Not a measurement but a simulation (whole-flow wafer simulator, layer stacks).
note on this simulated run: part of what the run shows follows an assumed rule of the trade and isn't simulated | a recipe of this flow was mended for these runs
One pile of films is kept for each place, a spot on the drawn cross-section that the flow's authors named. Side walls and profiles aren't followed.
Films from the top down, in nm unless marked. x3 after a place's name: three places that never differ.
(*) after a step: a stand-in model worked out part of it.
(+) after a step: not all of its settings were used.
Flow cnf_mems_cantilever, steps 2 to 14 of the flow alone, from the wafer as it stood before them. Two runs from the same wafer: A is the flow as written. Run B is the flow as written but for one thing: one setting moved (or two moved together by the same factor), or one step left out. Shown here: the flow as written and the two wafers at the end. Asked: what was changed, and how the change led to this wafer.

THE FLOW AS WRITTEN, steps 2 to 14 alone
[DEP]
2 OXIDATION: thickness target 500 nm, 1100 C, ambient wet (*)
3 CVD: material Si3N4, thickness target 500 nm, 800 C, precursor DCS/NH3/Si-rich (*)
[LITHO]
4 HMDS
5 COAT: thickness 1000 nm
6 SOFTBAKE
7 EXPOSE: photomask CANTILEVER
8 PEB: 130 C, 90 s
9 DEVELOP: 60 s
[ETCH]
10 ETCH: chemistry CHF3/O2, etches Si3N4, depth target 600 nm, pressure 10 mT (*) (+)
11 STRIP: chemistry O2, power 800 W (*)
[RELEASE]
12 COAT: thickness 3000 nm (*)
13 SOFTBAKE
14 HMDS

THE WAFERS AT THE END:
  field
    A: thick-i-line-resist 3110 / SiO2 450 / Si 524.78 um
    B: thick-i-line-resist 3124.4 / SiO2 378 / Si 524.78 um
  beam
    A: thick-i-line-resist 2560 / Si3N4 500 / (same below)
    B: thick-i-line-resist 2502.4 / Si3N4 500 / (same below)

The cause: step 10, ETCH: depth target 744 nm was run, where the flow has depth target 600 nm.

How the change led to this, step by step:
  10 ETCH: chemistry CHF3/O2, etches Si3N4, depth target 600 nm, pressure 10 mT (*) (+)
      field: A Si3N4 -500 (all of it), SiO2 -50 | B Si3N4 -500 (all of it), SiO2 -122
      beam: A KrF-resist -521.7 | B KrF-resist -647
  11 STRIP: chemistry O2, power 800 W (*)
      beam: A KrF-resist -460.9 (all of it) | B KrF-resist -335.7 (all of it)
  13 SOFTBAKE
      field: A thick-i-line-resist +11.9 | B thick-i-line-resist +13.8
      beam: A thick-i-line-resist -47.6 | B thick-i-line-resist -55.2
